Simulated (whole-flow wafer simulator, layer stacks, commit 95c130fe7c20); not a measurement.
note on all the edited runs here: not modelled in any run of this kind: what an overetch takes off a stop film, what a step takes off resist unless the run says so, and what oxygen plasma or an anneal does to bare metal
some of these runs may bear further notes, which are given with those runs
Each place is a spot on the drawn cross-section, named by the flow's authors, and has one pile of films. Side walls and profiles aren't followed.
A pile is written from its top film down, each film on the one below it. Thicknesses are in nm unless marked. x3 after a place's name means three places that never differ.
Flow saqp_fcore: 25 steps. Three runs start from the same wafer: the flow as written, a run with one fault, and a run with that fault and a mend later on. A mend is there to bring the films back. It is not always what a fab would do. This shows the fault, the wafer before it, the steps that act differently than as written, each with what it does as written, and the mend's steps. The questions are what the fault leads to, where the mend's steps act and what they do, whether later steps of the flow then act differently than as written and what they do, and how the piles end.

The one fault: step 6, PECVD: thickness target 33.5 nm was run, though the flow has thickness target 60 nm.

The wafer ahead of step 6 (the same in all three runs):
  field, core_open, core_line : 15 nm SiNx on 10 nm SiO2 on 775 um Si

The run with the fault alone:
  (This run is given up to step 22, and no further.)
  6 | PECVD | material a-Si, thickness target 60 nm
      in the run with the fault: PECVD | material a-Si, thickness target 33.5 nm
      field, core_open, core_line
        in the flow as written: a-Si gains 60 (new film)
        in the run with the fault: a-Si gains 33.5 (new film)
  Later steps of the flow up to step 22 that are run all act as written at every place that is followed.
  The piles after step 22 differ from the flow's at field, core_open, core_line by more than 2% or 0.5 nm, whichever is larger.
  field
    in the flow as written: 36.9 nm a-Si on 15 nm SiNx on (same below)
    in the run with the fault: 10.4 nm a-Si on 15 nm SiNx on (same below)
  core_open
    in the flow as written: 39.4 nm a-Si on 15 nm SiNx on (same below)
    in the run with the fault: 12.9 nm a-Si on 15 nm SiNx on (same below)
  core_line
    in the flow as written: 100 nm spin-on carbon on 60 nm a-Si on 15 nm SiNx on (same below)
    in the run with the fault: 100 nm spin-on carbon on 33.5 nm a-Si on 15 nm SiNx on (same below)

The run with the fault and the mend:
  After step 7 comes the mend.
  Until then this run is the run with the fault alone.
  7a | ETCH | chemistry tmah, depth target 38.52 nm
      field, core_open, core_line
        a-Si loses 33.5 (all of it)
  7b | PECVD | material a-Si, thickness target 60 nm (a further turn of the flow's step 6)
      field, core_open, core_line
        a-Si gains 60 (new film)
  Later steps of the flow that are run all act as written at every place that is followed.
  The piles end the same as the flow's at every place that both follow.
